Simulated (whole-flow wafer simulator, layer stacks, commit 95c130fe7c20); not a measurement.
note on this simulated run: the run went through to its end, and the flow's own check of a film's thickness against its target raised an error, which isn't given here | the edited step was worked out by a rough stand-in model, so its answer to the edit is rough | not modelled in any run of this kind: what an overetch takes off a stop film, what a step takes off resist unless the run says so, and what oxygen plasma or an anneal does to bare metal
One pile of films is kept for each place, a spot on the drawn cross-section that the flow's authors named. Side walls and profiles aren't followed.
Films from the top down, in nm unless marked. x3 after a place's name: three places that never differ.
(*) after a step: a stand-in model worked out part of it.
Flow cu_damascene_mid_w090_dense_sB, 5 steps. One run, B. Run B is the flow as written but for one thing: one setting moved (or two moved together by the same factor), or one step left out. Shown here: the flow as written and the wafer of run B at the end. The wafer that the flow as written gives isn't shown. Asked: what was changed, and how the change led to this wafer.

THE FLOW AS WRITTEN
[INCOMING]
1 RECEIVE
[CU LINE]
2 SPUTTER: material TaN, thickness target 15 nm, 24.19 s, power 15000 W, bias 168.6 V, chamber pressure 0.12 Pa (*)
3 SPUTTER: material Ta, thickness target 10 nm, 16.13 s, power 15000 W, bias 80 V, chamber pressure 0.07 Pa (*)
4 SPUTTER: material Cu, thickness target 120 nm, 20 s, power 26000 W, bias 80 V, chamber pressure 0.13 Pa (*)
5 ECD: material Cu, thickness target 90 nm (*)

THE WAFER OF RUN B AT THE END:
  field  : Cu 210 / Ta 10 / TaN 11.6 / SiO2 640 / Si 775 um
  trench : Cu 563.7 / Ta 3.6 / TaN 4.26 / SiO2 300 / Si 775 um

The cause: step 2, SPUTTER: power 11600 W was run, where the flow has power 15000 W.

How the change led to this, step by step:
  2 SPUTTER: material TaN, thickness target 15 nm, 24.19 s, power 15000 W, bias 168.6 V, chamber pressure 0.12 Pa (*)
      field: TaN +11.6 (new film) (as written it would be: TaN +15 (new film))
      trench: TaN +4.26 (new film) (as written it would be: TaN +5.51 (new film))
